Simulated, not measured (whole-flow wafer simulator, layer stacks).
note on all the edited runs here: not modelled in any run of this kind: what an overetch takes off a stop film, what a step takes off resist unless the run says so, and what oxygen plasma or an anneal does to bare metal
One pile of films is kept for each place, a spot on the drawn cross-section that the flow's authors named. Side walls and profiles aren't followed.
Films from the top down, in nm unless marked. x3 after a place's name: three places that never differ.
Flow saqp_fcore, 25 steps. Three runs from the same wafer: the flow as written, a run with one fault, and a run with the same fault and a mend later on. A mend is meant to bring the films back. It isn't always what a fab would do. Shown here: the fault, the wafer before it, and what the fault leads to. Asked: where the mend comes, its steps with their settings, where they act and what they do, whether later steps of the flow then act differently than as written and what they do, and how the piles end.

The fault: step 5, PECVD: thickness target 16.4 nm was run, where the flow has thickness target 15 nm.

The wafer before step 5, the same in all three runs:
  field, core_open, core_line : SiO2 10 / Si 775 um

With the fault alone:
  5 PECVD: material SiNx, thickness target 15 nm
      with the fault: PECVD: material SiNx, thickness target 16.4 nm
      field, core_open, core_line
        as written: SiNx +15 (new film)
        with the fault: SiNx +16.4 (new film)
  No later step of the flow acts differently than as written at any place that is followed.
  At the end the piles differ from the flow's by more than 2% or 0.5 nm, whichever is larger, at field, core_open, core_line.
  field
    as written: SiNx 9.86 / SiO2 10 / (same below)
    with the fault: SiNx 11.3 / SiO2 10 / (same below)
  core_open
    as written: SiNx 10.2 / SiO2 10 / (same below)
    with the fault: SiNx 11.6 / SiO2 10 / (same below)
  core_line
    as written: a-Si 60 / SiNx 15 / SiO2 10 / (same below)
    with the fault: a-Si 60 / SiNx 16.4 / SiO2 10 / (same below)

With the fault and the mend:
  The mend comes after step 5.
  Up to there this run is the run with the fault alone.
  5a ETCH: chemistry h3po4, depth target 18.86 nm
      field, core_open, core_line
        SiNx -16.4 (all of it)
  5b PECVD: material SiNx, thickness target 15 nm (the flow's step 5 once more)
      field, core_open, core_line
        SiNx +15 (new film)
  No later step of the flow acts differently than as written at any place that is followed.
  At the end the piles are the same as the flow's at every place that both follow.
